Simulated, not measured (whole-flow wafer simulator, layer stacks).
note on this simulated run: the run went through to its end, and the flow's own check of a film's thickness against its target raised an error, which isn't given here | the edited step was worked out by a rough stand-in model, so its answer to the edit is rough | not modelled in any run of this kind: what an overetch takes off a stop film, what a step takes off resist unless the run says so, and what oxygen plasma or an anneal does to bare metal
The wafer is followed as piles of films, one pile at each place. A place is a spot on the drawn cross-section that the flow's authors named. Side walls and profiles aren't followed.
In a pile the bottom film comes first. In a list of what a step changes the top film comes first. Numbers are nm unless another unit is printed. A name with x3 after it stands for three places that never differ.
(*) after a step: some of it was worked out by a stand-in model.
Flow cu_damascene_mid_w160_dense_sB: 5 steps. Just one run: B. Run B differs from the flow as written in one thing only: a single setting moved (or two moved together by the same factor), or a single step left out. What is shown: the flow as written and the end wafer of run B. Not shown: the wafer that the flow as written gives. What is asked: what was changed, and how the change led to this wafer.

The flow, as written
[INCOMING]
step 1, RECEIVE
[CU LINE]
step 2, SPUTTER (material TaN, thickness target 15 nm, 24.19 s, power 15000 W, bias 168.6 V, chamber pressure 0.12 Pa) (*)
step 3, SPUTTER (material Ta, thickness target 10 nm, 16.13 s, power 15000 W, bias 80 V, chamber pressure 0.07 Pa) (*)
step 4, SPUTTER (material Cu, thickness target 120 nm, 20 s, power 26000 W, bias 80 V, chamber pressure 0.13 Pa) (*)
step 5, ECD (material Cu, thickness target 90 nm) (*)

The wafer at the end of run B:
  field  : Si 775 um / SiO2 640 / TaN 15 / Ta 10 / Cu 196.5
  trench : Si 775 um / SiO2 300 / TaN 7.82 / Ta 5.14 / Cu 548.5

The reason: step 5, ECD: thickness target 76.5 nm was run, though the flow has thickness target 90 nm.

The path from the change to this, step by step:
  step 5, ECD (material Cu, thickness target 90 nm) (*)
      field: +76.5 Cu (as written it would have been: +90 Cu)
      trench: +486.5 Cu (as written it would have been: +500 Cu)
